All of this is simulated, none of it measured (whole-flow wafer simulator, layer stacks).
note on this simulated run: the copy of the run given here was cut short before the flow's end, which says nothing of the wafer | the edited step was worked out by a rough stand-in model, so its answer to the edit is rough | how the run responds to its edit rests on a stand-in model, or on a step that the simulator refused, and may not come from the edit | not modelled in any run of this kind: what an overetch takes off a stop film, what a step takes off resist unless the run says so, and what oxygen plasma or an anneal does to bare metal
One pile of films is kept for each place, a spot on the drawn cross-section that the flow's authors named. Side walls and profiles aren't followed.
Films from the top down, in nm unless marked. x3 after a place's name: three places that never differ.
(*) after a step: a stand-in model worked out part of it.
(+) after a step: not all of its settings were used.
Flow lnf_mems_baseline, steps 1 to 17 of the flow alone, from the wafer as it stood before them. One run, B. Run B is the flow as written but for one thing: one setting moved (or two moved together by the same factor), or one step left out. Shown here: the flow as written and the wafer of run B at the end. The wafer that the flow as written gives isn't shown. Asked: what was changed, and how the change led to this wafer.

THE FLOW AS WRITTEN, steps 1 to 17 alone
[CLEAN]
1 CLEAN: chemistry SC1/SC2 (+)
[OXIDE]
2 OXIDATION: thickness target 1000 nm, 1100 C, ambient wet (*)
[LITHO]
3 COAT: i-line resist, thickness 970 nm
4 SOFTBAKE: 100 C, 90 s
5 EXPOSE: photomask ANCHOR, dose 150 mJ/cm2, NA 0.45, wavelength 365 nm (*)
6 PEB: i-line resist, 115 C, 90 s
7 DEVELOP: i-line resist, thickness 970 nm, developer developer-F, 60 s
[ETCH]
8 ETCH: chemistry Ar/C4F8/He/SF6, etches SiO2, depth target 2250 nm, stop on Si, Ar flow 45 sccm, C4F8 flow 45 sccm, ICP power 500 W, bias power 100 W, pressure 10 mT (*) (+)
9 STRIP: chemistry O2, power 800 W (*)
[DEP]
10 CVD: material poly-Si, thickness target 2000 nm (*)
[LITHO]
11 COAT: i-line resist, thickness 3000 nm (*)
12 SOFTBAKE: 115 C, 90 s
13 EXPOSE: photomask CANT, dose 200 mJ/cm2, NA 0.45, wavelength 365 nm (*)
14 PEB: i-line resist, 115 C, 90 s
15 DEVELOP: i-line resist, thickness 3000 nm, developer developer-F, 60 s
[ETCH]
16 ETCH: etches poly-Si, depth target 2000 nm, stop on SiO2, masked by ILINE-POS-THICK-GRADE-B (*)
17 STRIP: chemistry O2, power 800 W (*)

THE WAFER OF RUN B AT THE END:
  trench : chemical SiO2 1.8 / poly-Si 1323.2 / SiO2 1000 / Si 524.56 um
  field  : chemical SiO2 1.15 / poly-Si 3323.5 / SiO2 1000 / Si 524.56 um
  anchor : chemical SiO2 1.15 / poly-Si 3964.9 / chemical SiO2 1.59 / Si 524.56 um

The cause: step 10, CVD: thickness target 3324 nm was run, where the flow has thickness target 2000 nm.

How the change led to this, step by step:
  10 CVD: material poly-Si, thickness target 2000 nm (*)
      field, beam, trench, char_slit: poly-Si +3324 (new film) (as written it would be: poly-Si +2000 (new film))
      anchor: poly-Si +3965.4 (new film) (as written it would be: poly-Si +2322 (new film))
  11 COAT: i-line resist, thickness 3000 nm (*)
      anchor: i-line resist +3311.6 (new film) (as written it would be: i-line resist +3611.6 (new film))
  12 SOFTBAKE: 115 C, 90 s
      field: i-line resist -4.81 (as written it would be: i-line resist -6.66)
      anchor: i-line resist +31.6 (as written it would be: i-line resist +45.4)
      (and at 2 more places)
  14 PEB: i-line resist, 115 C, 90 s
      anchor: i-line resist -40.6 (as written it would be: i-line resist -46.1)
  16 ETCH: etches poly-Si, depth target 2000 nm, stop on SiO2, masked by ILINE-POS-THICK-GRADE-B (*)
      trench, char_slit: poly-Si -2000 (as written it would be: poly-Si -2000 (all of it))
  17 STRIP: chemistry O2, power 800 W (*)
      trench, char_slit: chemical SiO2 +1.8 (new film), poly-Si -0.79 (as written it would be: nothing)
      anchor: chemical SiO2 +1.15 (new film), i-line resist -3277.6 (all of it), poly-Si -0.5 (as written it would be: chemical SiO2 +1.17 (new film), i-line resist -3585.8 (all of it), poly-Si -0.52)
